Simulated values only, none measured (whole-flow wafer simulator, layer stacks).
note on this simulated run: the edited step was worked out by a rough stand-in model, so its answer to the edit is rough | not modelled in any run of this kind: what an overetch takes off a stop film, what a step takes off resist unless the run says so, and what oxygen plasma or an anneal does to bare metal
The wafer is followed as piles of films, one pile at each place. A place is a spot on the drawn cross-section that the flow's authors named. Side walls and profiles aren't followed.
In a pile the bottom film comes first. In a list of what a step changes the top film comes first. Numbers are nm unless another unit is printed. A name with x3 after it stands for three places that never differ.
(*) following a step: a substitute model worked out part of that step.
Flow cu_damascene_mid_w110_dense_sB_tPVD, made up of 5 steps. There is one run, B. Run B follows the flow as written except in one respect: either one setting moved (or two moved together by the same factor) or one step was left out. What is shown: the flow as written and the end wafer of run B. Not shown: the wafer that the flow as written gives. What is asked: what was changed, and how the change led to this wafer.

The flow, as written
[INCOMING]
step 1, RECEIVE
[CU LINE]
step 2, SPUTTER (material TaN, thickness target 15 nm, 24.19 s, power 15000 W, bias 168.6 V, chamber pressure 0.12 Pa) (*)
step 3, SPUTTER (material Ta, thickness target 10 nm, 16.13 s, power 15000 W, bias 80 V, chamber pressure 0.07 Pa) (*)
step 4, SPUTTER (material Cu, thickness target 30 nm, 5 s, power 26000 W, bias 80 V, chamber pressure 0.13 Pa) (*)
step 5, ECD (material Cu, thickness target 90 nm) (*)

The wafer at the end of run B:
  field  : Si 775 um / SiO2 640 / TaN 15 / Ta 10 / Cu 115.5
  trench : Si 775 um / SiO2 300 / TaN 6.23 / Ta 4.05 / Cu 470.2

The reason: step 4, SPUTTER: thickness target 25.5 nm was run, while the flow as written has thickness target 30 nm; step 4, SPUTTER: 4.25 s was run, where the flow has 5 s.

How this came from the change, step by step:
  step 4, SPUTTER (material Cu, thickness target 30 nm, 5 s, power 26000 W, bias 80 V, chamber pressure 0.13 Pa) (*)
      field: Cu gains 25.5 (new film) (as written it would have been: Cu gains 30 (new film))
      trench: Cu gains 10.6 (new film) (as written it would have been: Cu gains 12.5 (new film))
